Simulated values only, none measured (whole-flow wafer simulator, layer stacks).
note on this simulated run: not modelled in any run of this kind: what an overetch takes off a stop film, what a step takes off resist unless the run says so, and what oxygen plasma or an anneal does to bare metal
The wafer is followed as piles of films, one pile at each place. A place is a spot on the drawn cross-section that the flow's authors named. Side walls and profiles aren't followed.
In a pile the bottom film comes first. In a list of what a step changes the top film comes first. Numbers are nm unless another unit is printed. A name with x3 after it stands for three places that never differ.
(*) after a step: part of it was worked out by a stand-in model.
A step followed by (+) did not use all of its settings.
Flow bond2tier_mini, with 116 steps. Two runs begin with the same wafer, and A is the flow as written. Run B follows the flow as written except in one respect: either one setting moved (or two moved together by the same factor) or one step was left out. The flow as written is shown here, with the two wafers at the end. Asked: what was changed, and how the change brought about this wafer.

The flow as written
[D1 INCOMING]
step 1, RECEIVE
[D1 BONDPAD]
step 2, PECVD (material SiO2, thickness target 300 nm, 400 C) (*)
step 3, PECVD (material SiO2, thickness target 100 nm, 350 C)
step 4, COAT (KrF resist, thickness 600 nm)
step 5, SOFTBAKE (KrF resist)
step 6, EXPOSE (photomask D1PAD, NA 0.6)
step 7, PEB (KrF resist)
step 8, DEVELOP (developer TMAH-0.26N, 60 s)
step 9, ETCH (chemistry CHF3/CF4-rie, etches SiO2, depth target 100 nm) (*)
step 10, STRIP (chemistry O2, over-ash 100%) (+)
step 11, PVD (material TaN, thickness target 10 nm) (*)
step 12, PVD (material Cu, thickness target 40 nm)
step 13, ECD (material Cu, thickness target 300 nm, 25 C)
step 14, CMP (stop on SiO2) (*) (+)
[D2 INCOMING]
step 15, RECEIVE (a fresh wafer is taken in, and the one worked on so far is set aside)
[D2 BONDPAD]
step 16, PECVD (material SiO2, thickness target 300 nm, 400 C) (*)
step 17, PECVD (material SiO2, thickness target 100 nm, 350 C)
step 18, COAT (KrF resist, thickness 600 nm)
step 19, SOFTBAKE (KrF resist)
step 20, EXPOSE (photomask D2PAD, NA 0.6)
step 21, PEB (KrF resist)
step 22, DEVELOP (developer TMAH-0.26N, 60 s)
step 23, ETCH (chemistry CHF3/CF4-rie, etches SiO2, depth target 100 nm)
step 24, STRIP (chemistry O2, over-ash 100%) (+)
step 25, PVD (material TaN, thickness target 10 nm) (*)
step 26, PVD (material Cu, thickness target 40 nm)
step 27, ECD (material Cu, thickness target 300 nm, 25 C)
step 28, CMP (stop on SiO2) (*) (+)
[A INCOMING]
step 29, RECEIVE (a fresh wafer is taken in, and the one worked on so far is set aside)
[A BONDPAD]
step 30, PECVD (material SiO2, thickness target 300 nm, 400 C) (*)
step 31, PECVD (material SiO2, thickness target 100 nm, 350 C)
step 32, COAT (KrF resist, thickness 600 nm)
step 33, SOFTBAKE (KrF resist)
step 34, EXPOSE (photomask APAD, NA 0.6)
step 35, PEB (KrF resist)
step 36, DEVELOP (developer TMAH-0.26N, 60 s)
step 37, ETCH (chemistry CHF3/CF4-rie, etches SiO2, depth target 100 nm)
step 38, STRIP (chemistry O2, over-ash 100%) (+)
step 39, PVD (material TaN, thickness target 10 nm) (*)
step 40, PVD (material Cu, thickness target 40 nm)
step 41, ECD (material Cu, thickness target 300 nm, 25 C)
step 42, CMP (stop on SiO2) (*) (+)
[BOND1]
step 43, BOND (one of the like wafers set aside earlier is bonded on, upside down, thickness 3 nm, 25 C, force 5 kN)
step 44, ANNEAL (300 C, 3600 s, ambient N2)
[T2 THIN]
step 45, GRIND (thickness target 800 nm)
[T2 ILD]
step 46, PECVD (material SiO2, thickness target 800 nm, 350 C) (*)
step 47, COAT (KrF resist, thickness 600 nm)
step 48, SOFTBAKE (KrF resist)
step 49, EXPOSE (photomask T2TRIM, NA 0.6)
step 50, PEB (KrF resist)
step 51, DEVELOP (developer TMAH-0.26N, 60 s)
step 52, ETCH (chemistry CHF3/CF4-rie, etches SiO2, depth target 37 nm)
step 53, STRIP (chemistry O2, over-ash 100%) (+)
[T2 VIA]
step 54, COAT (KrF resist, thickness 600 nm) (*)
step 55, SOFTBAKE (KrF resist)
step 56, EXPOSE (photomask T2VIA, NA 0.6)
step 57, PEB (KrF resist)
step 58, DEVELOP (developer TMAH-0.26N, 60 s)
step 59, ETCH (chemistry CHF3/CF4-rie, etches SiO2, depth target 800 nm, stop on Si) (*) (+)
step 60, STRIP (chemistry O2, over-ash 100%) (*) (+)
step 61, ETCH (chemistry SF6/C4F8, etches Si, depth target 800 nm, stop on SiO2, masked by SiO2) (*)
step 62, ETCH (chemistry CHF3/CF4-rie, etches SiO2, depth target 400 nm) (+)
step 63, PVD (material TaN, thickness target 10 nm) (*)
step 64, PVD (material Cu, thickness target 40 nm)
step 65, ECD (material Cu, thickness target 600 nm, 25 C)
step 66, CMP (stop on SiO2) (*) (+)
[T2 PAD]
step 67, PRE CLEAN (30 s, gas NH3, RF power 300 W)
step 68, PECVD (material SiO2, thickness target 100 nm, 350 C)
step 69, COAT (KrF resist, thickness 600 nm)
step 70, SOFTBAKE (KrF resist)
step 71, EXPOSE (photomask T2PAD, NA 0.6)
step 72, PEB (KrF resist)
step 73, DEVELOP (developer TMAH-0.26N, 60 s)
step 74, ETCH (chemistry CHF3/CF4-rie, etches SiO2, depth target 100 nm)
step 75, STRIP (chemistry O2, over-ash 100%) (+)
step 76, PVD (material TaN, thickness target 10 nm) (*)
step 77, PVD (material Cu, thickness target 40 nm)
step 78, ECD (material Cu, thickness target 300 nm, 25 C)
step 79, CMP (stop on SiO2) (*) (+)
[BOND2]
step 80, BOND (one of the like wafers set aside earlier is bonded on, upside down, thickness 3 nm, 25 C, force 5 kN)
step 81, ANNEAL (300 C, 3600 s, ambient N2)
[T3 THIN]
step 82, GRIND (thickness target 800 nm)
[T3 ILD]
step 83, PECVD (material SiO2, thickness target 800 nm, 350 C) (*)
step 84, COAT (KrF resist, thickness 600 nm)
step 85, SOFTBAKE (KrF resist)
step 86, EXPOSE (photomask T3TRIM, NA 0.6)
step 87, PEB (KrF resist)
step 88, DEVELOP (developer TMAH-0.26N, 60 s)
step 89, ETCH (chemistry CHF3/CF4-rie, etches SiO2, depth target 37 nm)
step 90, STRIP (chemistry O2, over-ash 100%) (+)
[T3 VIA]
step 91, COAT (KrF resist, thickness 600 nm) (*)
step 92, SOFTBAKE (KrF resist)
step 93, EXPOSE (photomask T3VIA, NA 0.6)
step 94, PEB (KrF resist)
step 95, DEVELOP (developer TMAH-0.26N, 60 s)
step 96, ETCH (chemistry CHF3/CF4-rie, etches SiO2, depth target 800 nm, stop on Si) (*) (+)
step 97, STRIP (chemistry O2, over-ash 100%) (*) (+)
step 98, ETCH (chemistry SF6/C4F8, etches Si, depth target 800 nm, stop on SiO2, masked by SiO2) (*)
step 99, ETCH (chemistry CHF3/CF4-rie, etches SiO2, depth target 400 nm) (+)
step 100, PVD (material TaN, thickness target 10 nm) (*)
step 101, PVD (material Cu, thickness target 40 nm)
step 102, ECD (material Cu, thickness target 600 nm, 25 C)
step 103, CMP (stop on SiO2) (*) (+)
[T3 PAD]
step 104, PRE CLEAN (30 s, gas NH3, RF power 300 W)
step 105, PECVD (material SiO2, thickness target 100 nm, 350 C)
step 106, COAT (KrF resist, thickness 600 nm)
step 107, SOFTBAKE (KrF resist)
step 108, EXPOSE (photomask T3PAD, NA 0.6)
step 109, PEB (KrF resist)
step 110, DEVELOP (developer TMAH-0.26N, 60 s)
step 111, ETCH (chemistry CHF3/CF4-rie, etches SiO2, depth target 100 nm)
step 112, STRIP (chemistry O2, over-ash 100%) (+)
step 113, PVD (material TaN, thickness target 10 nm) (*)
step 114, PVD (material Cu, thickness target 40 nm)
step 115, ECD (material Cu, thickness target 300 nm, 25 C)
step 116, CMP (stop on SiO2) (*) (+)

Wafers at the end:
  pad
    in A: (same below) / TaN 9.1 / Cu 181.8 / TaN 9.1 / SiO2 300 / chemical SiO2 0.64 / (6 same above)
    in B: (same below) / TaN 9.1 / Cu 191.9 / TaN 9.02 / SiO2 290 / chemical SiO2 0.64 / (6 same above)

The reason: step 22, DEVELOP: 66 s was run, whereas the flow has 60 s; step 23, ETCH: depth target 110 nm was run, where the flow has depth target 100 nm.

The path from the change to this, step by step:
  step 23, ETCH (chemistry CHF3/CF4-rie, etches SiO2, depth target 100 nm)
      pad, via: A SiO2 loses 100 | B SiO2 loses 110
      field: A KrF resist loses 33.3 | B KrF resist loses 36.7
  step 27, ECD (material Cu, thickness target 300 nm, 25 C)
      pad: A Cu gains 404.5 | B Cu gains 414.9
      via: A Cu gains 400.2 | B Cu gains 410.2
  step 80, BOND (one of the like wafers set aside earlier is bonded on, upside down, thickness 3 nm, 25 C, force 5 kN)
      pad: A Si gains 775 um (new film), chemical SiO2 gains 0.64 (new film), SiO2 gains 300 (new film), TaN gains 9.1 (new film), Cu gains 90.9 | B Si gains 775 um (new film), chemical SiO2 gains 0.64 (new film), SiO2 gains 290 (new film), TaN gains 9.02 (new film), Cu gains 101
